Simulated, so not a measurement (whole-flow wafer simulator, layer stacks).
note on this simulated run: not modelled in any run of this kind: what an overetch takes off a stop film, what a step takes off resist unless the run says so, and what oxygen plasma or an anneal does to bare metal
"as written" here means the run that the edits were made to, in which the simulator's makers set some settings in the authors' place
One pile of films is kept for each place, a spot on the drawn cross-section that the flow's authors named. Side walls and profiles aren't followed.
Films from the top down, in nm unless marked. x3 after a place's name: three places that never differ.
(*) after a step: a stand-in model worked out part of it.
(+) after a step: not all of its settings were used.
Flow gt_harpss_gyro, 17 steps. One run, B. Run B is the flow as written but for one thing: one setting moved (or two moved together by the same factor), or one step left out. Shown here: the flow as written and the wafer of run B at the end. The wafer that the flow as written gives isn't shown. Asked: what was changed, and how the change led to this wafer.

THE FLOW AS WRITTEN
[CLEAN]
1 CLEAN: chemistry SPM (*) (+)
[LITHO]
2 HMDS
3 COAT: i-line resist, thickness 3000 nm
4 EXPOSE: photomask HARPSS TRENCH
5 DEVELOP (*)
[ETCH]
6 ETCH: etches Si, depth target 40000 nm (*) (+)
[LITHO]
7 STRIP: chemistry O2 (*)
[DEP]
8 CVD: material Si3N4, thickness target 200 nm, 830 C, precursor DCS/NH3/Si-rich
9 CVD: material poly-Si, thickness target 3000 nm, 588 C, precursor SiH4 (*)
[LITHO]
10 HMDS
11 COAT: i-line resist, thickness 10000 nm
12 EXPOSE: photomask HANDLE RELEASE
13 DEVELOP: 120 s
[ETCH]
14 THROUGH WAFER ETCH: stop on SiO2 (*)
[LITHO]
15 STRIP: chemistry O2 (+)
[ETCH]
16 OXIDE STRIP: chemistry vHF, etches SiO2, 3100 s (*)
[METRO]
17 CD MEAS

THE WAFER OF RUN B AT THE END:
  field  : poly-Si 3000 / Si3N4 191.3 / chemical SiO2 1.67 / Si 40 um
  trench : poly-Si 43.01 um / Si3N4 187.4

The cause: step 8, CVD: thickness target 191.3 nm was run, where the flow has thickness target 200 nm.
It can be read off the wafer: field has Si3N4 191.3, and step 8 as written asks for 200 nm.

How the change led to this, step by step:
  8 CVD: material Si3N4, thickness target 200 nm, 830 C, precursor DCS/NH3/Si-rich
      field: Si3N4 +191.3 (new film) (as written it would be: Si3N4 +200 (new film))
      trench: Si3N4 +187.4 (new film) (as written it would be: Si3N4 +195.9 (new film))
